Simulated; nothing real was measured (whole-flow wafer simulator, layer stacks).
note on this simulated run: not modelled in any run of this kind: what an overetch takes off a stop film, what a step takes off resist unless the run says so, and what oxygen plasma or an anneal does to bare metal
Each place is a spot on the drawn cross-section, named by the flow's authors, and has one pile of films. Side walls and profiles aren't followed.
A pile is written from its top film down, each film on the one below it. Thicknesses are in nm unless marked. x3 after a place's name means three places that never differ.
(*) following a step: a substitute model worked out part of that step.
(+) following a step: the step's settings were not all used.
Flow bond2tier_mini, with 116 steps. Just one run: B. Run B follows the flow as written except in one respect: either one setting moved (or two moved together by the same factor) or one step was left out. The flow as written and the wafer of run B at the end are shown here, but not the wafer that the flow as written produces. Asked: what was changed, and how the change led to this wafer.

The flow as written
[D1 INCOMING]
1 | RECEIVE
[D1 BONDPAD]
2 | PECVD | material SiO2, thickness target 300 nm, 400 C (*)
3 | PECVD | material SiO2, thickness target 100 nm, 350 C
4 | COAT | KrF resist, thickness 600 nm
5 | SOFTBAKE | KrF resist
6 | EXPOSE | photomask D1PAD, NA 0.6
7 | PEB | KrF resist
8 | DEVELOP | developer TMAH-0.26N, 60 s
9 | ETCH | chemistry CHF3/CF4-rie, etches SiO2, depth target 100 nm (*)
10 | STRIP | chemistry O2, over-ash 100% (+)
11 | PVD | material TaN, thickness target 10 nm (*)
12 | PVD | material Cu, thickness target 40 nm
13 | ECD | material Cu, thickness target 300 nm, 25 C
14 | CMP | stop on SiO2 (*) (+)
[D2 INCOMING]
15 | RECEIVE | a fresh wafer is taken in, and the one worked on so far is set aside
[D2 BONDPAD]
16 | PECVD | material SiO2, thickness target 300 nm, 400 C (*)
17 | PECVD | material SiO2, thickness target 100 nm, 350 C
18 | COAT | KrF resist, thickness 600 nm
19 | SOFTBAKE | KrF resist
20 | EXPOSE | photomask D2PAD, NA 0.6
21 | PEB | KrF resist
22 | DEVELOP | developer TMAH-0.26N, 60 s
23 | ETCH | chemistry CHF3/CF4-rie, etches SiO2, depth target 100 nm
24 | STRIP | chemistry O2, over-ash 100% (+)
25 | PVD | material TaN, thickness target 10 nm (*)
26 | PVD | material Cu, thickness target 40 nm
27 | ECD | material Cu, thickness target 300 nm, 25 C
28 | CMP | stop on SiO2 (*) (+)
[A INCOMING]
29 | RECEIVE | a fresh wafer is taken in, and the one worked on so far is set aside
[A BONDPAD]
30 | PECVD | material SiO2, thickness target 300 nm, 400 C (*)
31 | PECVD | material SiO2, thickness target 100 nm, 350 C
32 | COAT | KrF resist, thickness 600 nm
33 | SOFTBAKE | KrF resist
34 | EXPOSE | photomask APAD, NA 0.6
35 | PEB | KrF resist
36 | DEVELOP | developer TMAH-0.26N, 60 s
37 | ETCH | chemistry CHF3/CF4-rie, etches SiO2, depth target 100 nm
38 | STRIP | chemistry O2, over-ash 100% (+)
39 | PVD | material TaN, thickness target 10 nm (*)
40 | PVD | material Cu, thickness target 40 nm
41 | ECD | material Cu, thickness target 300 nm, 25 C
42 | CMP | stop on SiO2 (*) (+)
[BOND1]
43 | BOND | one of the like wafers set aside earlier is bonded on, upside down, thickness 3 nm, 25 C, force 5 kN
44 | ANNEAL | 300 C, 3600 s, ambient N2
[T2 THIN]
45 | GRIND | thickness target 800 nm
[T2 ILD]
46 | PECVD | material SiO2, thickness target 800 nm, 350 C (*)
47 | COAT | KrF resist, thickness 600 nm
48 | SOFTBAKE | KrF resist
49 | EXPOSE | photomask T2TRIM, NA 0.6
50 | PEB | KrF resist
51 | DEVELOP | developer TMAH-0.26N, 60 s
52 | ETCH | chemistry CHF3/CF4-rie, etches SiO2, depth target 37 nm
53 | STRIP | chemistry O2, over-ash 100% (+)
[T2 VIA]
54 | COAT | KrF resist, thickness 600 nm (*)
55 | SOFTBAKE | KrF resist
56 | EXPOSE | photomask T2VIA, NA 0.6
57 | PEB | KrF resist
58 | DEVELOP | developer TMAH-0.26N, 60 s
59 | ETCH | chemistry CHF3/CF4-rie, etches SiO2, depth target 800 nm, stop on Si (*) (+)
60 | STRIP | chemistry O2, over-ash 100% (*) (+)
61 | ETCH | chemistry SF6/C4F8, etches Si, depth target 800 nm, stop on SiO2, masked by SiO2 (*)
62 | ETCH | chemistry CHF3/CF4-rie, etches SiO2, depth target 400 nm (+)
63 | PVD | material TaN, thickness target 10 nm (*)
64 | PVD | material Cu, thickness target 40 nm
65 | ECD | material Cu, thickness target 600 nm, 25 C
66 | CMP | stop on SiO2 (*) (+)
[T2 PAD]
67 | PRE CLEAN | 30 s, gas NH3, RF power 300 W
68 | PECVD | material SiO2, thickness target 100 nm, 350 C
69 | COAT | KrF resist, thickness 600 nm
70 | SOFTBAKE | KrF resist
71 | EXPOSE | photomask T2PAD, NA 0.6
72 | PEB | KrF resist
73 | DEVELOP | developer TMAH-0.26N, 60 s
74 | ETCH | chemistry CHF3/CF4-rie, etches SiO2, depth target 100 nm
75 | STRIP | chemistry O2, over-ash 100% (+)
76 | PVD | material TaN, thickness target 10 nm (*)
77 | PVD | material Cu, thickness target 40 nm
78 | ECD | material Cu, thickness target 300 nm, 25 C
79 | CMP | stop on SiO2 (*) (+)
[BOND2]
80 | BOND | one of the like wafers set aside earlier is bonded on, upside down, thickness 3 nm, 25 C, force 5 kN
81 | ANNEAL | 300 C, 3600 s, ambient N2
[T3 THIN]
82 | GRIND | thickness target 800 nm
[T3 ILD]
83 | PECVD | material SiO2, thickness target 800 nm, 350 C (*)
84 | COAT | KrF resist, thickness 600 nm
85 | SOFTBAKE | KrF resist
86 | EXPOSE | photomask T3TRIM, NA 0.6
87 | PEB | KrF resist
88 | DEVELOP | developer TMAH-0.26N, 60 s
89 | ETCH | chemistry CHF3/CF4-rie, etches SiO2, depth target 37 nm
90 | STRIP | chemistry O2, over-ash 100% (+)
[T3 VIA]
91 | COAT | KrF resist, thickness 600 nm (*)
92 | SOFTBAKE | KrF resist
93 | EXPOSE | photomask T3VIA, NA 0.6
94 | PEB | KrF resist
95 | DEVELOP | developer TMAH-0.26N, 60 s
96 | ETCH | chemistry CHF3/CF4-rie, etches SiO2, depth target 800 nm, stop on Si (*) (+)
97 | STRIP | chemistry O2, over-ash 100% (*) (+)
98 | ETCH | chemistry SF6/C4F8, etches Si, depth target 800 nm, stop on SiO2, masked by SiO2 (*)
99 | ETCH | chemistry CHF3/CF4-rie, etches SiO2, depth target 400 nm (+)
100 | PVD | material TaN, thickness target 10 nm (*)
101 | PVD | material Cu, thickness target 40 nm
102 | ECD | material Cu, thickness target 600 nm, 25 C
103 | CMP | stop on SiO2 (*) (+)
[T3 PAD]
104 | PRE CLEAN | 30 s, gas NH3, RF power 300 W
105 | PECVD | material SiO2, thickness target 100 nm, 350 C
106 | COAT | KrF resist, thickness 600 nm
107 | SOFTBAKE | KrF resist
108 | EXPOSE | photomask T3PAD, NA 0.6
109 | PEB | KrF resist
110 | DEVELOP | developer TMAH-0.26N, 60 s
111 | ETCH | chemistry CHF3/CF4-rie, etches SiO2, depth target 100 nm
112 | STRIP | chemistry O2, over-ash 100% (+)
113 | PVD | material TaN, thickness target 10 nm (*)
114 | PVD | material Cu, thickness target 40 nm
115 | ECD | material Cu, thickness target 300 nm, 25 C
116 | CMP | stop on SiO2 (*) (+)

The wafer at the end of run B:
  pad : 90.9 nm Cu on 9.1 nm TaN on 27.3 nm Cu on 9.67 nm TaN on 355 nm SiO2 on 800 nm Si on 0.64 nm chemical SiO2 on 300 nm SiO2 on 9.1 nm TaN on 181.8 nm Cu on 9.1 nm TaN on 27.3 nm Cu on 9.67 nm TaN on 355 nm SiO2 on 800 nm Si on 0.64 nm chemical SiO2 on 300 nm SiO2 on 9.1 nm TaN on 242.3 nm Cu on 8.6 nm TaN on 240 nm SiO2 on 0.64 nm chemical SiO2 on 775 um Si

Cause: step 37, ETCH: depth target 160 nm was run, while the flow as written has depth target 100 nm.

How this came from the change, step by step:
  37 | ETCH | chemistry CHF3/CF4-rie, etches SiO2, depth target 100 nm
      pad, via: -160 SiO2 (in the flow as written it would be: -100 SiO2)
      field: -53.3 KrF resist (in the flow as written it would be: -33.3 KrF resist)
  38 | STRIP | chemistry O2, over-ash 100% (+)
      field: -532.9 KrF resist (all of it) (in the flow as written it would be: -552.9 KrF resist (all of it))
  40 | PVD | material Cu, thickness target 40 nm
      pad: +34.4 Cu (new film) (in the flow as written it would be: +36.4 Cu (new film))
  41 | ECD | material Cu, thickness target 300 nm, 25 C
      pad: +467 Cu (in the flow as written it would be: +404.5 Cu)
      via: +460.6 Cu (in the flow as written it would be: +400.2 Cu)
